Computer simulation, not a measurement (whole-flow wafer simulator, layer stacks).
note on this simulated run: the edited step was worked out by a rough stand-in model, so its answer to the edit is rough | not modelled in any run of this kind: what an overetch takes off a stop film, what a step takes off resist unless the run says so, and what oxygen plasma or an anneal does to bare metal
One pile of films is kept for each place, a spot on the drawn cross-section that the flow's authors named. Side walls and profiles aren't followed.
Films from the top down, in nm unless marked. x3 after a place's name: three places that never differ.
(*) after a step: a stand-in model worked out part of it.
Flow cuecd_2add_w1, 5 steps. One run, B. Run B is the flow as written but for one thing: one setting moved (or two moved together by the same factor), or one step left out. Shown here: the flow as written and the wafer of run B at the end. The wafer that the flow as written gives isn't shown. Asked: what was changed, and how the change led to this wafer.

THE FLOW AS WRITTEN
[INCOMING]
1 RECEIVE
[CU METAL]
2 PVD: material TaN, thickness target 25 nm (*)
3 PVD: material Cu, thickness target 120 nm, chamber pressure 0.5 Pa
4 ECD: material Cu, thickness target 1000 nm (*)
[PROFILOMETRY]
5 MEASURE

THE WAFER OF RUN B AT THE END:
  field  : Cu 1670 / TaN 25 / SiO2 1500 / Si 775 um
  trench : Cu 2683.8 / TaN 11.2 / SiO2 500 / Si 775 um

The cause: step 4, ECD: thickness target 1550 nm was run, where the flow has thickness target 1000 nm.

How the change led to this, step by step:
  4 ECD: material Cu, thickness target 1000 nm (*)
      field: Cu +1550 (as written it would be: Cu +1000)
      trench: Cu +2630.2 (as written it would be: Cu +2080.2)
